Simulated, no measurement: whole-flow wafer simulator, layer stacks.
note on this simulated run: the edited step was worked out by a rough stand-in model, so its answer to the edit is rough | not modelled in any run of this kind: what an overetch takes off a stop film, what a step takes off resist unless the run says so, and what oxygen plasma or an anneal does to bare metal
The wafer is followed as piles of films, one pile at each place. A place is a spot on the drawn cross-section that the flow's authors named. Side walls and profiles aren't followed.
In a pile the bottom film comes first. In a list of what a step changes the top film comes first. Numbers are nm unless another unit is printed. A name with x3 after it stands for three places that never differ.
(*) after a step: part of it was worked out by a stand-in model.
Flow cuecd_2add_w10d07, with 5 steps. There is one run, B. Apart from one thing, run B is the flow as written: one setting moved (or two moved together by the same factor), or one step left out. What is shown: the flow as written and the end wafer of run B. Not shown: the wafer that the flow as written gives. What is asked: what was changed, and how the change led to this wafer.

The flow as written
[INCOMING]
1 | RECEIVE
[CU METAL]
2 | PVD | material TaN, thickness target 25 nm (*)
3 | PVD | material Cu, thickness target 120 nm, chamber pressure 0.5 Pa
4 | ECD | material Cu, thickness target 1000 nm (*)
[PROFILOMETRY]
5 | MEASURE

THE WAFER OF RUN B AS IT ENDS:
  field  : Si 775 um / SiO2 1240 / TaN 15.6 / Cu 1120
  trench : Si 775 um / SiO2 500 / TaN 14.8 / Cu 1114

What caused this: step 2, PVD: thickness target 15.6 nm was run, whereas the flow has thickness target 25 nm.
The wafer itself shows it: field has TaN 15.6, and step 2 as written asks for 25 nm.

Step by step, how the change led to this:
  2 | PVD | material TaN, thickness target 25 nm (*)
      field: TaN gains 15.6 (new film) (in the flow as written it would be: TaN gains 25 (new film))
      trench: TaN gains 14.8 (new film) (in the flow as written it would be: TaN gains 23.7 (new film))
